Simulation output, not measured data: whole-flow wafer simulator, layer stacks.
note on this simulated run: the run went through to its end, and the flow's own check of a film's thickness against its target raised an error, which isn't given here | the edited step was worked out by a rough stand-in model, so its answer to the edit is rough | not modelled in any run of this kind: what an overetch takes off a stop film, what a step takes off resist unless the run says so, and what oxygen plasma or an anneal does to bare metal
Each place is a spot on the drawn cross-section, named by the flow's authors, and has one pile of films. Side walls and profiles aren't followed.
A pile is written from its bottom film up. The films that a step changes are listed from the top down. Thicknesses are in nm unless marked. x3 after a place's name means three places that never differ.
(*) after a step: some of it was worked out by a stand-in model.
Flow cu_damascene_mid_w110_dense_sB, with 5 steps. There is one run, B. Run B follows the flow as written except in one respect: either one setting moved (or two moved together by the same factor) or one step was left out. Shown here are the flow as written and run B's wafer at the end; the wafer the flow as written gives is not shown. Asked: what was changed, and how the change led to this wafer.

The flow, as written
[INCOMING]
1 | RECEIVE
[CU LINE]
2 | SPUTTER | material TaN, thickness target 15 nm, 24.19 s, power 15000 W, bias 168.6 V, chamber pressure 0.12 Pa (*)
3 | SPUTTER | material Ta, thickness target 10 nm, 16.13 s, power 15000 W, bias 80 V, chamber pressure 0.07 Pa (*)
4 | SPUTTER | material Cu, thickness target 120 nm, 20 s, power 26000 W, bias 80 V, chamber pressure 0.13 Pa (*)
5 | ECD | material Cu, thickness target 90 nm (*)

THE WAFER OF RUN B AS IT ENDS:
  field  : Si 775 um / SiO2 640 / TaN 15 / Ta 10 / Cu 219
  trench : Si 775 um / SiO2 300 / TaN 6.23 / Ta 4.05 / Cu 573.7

What caused this: step 5, ECD: thickness target 99 nm was run, whereas the flow has thickness target 90 nm.

How this came from the change, step by step:
  5 | ECD | material Cu, thickness target 90 nm (*)
      field: +99 Cu (it would be, as written: +90 Cu)
